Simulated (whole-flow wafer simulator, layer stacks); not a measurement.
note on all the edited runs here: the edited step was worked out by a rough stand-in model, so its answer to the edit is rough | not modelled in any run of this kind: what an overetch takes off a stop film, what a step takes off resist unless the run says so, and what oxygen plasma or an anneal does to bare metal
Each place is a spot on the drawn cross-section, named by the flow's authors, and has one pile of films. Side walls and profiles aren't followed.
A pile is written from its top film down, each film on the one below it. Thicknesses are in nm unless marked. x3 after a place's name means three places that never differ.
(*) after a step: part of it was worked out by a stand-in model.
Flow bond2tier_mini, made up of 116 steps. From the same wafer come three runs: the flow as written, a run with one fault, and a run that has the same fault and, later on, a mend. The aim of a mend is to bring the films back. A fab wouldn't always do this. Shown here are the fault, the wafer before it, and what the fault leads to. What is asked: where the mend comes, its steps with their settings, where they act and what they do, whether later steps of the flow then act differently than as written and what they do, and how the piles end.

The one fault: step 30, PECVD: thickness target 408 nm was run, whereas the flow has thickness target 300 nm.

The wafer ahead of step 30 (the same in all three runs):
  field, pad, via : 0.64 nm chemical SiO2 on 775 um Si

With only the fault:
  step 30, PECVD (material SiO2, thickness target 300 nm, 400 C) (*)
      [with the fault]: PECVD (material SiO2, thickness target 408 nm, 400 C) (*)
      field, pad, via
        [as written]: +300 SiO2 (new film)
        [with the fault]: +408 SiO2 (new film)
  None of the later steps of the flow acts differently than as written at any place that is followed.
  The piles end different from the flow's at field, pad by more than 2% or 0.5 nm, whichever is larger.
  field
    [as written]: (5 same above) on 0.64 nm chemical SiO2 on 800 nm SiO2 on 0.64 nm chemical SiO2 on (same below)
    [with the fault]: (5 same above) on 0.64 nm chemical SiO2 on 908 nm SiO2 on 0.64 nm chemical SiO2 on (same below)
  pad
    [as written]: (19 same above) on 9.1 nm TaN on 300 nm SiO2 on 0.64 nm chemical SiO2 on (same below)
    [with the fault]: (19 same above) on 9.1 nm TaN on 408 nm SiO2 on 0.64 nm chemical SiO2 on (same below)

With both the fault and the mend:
  After step 30 comes the mend.
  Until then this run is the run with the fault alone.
  step 30a, ETCH (chemistry CHF3/CF4-rie, etches SiO2, depth target 108 nm) (the flow's step 9 again, with other settings)
      field, pad, via
        -108 SiO2
  None of the later steps of the flow acts differently than as written at any place that is followed.
  At every place that both follow, the piles at the end match the flow's.
